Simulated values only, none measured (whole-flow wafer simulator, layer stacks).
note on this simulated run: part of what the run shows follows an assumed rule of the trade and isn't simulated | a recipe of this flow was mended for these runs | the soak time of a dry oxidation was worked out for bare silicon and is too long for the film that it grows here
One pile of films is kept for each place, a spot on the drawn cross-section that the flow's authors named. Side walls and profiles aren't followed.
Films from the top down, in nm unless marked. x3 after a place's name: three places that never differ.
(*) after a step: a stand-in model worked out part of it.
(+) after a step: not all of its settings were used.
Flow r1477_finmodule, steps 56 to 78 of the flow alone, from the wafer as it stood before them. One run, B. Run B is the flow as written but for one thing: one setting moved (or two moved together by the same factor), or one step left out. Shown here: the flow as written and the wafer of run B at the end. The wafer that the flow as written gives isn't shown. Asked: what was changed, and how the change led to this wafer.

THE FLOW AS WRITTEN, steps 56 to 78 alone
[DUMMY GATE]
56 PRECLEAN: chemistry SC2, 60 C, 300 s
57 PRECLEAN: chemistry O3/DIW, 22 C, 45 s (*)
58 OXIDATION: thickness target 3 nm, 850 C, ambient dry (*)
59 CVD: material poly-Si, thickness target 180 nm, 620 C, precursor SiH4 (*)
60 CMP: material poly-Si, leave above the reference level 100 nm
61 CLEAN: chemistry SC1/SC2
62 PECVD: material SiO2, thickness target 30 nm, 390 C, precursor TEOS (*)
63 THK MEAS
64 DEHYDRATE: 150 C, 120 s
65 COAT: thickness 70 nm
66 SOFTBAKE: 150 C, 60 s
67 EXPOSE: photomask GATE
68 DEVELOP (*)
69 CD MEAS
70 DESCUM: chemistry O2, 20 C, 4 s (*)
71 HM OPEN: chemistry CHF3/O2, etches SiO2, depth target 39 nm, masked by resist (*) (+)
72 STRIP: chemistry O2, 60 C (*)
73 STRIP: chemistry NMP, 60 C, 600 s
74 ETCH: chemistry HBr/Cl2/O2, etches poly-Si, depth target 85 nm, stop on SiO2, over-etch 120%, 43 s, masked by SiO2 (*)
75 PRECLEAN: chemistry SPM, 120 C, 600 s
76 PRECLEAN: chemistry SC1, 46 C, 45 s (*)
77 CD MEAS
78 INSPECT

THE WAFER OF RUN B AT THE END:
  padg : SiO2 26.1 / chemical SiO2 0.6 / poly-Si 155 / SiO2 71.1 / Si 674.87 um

The cause: step 62, PECVD: thickness target 33.6 nm was run, where the flow has thickness target 30 nm.

How the change led to this, step by step:
  62 PECVD: material SiO2, thickness target 30 nm, 390 C, precursor TEOS (*)
      pad, padg, elg x7 and 27 more: SiO2 +33.6 (new film) (as written it would be: SiO2 +30 (new film))
  71 HM OPEN: chemistry CHF3/O2, etches SiO2, depth target 39 nm, masked by resist (*) (+)
      pad, elo x7, eso x6, e200so, s40co x3: SiO2 -33.6 (all of it), chemical SiO2 -0.6 (all of it), poly-Si -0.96 (as written it would be: SiO2 -30 (all of it), chemical SiO2 -0.6 (all of it), poly-Si -1.68)
